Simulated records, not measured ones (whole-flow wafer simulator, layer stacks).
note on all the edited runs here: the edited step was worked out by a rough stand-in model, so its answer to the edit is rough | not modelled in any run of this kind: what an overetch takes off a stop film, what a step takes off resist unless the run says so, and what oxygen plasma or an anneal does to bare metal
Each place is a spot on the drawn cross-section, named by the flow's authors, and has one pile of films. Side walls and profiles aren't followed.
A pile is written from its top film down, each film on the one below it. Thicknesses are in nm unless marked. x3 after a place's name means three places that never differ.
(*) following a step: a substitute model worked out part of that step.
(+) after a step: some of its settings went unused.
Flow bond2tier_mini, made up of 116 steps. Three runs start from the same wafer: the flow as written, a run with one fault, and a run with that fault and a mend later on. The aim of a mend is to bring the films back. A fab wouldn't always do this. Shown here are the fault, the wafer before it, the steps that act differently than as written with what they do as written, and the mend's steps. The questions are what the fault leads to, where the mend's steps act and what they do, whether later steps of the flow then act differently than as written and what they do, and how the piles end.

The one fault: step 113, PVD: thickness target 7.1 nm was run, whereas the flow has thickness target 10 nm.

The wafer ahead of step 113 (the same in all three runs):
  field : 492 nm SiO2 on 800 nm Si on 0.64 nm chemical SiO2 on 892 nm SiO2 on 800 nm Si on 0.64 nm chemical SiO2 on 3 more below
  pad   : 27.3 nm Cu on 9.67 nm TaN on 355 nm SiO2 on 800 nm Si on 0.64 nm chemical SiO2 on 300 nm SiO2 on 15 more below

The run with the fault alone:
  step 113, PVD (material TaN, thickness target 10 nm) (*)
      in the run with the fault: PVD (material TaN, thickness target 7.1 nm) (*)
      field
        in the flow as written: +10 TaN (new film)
        in the run with the fault: +7.1 TaN (new film)
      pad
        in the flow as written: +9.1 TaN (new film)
        in the run with the fault: +6.46 TaN (new film)
  Later steps of the flow acting differently than as written (1 more step, not shown, differs only slightly: by at most 2% or 0.5 nm, whichever is larger):
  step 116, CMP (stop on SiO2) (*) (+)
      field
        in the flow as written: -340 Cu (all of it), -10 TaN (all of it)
        in the run with the fault: -340 Cu (all of it), -7.1 TaN (all of it)
  By the end, the piles at pad depart from the flow's by more than 2% or 0.5 nm, whichever is larger.
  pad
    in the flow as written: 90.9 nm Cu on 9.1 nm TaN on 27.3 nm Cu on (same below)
    in the run with the fault: 93.5 nm Cu on 6.46 nm TaN on 27.3 nm Cu on (same below)

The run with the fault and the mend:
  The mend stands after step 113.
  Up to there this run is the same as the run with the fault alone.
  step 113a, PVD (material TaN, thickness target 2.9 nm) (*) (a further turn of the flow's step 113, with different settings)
      field
        +2.9 TaN
      pad
        +2.64 TaN
  Later steps of the flow that are run all act as written at every place that is followed.
  By the end, the piles equal the flow's at every place that both follow.
